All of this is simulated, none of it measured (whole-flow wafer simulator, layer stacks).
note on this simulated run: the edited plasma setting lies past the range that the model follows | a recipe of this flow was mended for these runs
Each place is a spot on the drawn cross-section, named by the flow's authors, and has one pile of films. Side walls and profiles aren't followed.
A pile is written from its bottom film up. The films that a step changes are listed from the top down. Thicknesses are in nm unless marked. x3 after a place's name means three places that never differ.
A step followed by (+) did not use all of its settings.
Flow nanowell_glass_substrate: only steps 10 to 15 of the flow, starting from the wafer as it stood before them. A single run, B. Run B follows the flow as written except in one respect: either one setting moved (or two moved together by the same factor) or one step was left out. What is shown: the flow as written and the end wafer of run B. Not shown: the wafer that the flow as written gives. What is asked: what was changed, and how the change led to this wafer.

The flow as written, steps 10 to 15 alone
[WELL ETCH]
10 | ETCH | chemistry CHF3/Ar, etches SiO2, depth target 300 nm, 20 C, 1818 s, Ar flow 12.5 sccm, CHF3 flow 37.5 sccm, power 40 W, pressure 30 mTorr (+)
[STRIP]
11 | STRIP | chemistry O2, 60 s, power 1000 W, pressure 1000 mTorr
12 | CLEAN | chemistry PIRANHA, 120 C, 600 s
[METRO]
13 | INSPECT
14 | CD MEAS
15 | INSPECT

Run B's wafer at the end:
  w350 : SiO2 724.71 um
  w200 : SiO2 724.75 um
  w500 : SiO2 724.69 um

What caused this: step 10, ETCH: Ar flow 20 sccm was run, whereas the flow has Ar flow 12.5 sccm.

The path from the change to this, step by step:
  10 | ETCH | chemistry CHF3/Ar, etches SiO2, depth target 300 nm, 20 C, 1818 s, Ar flow 12.5 sccm, CHF3 flow 37.5 sccm, power 40 W, pressure 30 mTorr (+)
      w350: SiO2 loses 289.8 (as written it would have been: SiO2 loses 300)
      w200: SiO2 loses 252.1 (as written it would have been: SiO2 loses 260.5)
      (as well as at 2 more places)
  11 | STRIP | chemistry O2, 60 s, power 1000 W, pressure 1000 mTorr
      land: UV-NIL-ACRYLATE loses 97 (all of it) (as written it would have been: UV-NIL-ACRYLATE loses 100.2 (all of it))
